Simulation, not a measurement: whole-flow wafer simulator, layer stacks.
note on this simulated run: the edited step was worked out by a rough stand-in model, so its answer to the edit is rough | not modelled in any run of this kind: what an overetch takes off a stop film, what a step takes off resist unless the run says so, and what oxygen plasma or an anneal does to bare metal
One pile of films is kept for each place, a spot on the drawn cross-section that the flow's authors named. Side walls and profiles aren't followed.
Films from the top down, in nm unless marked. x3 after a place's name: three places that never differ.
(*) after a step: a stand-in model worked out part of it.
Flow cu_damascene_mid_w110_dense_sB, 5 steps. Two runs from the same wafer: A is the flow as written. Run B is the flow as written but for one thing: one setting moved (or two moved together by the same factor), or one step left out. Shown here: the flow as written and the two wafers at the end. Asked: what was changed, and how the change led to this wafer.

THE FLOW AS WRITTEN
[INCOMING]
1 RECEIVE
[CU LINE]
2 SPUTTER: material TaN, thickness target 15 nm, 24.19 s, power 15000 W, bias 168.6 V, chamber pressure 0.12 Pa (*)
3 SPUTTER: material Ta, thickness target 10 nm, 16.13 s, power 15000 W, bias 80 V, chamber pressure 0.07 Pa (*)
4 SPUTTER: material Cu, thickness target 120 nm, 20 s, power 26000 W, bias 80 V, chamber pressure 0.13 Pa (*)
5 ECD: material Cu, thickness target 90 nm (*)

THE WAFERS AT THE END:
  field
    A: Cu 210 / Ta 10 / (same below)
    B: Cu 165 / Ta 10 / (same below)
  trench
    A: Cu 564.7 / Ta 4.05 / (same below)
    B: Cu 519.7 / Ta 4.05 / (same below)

The cause: step 5, ECD: thickness target 45 nm was run, where the flow has thickness target 90 nm.

How the change led to this, step by step:
  5 ECD: material Cu, thickness target 90 nm (*)
      field: A Cu +90 | B Cu +45
      trench: A Cu +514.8 | B Cu +469.8
